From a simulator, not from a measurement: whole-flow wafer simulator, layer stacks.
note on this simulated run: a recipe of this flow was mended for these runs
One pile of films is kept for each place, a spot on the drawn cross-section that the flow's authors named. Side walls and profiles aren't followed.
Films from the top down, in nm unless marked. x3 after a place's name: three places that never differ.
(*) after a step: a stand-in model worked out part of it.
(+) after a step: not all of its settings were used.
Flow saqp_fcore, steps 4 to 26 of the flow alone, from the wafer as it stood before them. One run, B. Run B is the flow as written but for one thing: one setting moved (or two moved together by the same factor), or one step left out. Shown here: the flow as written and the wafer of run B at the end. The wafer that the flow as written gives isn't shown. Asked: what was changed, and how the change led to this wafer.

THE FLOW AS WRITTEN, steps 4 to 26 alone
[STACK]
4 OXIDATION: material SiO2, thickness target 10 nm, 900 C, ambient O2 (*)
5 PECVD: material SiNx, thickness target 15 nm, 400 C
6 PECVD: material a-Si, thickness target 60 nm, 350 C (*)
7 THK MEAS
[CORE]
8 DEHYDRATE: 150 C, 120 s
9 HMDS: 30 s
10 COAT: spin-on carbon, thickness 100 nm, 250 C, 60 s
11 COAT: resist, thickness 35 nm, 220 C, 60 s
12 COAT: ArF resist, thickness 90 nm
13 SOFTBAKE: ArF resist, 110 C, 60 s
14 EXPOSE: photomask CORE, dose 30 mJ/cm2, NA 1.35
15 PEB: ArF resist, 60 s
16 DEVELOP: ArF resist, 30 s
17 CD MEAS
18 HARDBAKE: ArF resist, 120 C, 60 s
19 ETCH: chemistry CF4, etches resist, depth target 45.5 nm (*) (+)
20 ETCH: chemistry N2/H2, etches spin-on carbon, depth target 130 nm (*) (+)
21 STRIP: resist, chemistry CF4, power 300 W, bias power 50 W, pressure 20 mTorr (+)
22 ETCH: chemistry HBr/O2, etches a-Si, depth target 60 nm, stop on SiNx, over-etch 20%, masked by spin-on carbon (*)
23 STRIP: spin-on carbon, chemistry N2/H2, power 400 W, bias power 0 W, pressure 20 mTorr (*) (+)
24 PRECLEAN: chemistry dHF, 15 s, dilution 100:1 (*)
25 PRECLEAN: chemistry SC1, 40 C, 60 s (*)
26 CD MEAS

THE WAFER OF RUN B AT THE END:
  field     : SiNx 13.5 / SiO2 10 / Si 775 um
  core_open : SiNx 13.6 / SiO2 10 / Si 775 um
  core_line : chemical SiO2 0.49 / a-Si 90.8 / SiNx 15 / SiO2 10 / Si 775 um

The cause: step 6, PECVD: thickness target 91.5 nm was run, where the flow has thickness target 60 nm.

How the change led to this, step by step:
  6 PECVD: material a-Si, thickness target 60 nm, 350 C (*)
      field, core_open, core_line: a-Si +91.5 (new film) (as written it would be: a-Si +60 (new film))
  22 ETCH: chemistry HBr/O2, etches a-Si, depth target 60 nm, stop on SiNx, over-etch 20%, masked by spin-on carbon (*)
      core_open: a-Si -70.9 (all of it) (as written it would be: a-Si -39.4 (all of it), SiNx -1.3)
      field: a-Si -68.3 (all of it), SiNx -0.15 (as written it would be: a-Si -36.8 (all of it), SiNx -1.41)
      (and at 1 more place)
  23 STRIP: spin-on carbon, chemistry N2/H2, power 400 W, bias power 0 W, pressure 20 mTorr (*) (+)
      core_line: spin-on carbon -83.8 (all of it) (as written it would be: spin-on carbon -88.8 (all of it))
